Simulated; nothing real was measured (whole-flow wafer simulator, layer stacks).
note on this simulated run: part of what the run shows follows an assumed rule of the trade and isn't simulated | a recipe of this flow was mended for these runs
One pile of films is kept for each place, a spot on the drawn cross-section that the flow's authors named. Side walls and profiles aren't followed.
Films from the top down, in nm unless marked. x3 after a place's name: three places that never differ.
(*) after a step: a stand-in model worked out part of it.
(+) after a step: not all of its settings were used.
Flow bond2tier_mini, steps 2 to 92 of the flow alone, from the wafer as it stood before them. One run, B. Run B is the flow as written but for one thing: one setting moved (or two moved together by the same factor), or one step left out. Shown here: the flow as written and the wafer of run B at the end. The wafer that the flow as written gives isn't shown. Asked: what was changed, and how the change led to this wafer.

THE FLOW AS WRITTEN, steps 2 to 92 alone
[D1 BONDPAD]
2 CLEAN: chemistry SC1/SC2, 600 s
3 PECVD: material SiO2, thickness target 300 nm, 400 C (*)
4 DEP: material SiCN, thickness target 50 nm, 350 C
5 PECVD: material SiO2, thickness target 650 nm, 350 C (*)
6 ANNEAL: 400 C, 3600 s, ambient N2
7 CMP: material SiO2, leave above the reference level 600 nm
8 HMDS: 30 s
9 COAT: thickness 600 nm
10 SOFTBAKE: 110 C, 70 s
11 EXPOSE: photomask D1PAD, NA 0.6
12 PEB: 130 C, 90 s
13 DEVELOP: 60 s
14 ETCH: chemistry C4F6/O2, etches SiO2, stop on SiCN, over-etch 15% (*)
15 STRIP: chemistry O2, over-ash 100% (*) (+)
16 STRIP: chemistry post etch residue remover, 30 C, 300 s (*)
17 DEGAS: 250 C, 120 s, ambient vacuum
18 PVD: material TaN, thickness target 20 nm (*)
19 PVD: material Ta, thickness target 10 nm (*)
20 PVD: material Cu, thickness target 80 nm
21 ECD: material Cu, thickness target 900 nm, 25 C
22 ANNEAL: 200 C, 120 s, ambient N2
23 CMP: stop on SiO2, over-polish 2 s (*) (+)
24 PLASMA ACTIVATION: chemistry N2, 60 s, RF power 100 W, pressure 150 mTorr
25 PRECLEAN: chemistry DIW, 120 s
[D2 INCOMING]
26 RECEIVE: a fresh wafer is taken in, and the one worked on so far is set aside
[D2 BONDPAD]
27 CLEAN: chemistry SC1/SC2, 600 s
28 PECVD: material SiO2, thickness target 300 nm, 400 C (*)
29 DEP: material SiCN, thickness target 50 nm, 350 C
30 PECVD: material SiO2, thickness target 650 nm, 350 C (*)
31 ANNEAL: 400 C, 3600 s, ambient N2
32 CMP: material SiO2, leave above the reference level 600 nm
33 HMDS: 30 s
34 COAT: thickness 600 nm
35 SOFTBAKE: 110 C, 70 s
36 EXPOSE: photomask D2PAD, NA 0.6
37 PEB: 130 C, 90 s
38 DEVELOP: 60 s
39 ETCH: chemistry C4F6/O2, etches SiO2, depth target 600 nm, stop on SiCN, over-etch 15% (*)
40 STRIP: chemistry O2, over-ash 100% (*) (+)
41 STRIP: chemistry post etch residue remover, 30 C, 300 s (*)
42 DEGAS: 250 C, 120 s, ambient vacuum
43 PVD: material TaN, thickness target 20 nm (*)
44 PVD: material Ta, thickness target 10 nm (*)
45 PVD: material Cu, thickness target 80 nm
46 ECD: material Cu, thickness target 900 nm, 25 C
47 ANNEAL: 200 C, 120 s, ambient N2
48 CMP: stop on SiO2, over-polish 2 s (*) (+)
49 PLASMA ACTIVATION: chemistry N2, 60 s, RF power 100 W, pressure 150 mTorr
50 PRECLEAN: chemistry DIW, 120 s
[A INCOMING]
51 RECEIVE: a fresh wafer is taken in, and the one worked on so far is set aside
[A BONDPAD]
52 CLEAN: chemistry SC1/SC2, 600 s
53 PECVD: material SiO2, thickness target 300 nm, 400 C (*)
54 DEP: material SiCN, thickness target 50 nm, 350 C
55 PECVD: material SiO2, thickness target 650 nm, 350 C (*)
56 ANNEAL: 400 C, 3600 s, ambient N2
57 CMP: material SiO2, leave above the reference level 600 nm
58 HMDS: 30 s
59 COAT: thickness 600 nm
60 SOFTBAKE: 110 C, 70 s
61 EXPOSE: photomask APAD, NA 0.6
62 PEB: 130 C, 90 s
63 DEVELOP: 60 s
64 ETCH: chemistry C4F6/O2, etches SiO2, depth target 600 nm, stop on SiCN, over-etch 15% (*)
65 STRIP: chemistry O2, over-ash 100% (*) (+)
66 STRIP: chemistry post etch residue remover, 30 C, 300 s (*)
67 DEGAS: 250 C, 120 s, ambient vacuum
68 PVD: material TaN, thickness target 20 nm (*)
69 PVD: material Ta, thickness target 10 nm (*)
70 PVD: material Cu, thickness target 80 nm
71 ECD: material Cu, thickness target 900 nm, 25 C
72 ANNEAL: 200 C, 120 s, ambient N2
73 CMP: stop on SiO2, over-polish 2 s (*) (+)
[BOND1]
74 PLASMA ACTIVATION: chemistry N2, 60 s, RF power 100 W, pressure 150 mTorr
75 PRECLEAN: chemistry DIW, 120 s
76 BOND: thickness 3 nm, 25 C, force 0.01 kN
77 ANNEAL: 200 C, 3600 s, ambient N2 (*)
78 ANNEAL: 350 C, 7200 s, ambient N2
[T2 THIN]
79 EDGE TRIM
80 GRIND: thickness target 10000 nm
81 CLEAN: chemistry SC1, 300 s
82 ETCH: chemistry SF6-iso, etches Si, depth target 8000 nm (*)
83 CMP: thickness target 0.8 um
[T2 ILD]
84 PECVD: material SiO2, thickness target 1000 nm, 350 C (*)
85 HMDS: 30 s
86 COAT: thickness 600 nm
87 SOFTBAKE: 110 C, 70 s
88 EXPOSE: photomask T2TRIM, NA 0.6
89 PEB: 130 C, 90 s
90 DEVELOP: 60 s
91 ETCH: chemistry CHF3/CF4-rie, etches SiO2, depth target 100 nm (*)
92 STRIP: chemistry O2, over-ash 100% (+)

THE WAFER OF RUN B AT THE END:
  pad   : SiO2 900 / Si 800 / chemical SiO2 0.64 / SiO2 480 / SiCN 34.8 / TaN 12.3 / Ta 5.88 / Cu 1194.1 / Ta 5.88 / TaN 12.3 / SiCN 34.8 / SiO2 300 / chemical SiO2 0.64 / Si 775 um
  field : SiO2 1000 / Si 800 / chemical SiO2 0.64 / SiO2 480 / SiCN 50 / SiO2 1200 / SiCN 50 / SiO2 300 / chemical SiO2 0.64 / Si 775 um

The cause: step 3, PECVD: thickness target 480 nm was run, where the flow has thickness target 300 nm.
It can be read off the wafer: pad has SiO2 480, and step 3 as written asks for 300 nm.

How the change led to this, step by step:
  3 PECVD: material SiO2, thickness target 300 nm, 400 C (*)
      field, pad, via: SiO2 +480 (new film) (as written it would be: SiO2 +300 (new film))
  76 BOND: thickness 3 nm, 25 C, force 0.01 kN
      field: Si +775 um (new film), chemical SiO2 +0.64 (new film), SiO2 +480 (new film), SiCN +50 (new film), SiO2 +600 (as written it would be: Si +775 um (new film), chemical SiO2 +0.64 (new film), SiO2 +300 (new film), SiCN +50 (new film), SiO2 +600)
      pad: Si +775 um (new film), chemical SiO2 +0.64 (new film), SiO2 +480 (new film), SiCN +34.8 (new film), TaN +12.3 (new film), Ta +5.88 (new film), Cu +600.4 (as written it would be: Si +775 um (new film), chemical SiO2 +0.64 (new film), SiO2 +300 (new film), SiCN +34.8 (new film), TaN +12.3 (new film), Ta +5.88 (new film), Cu +600.4)
      (and at 1 more place)
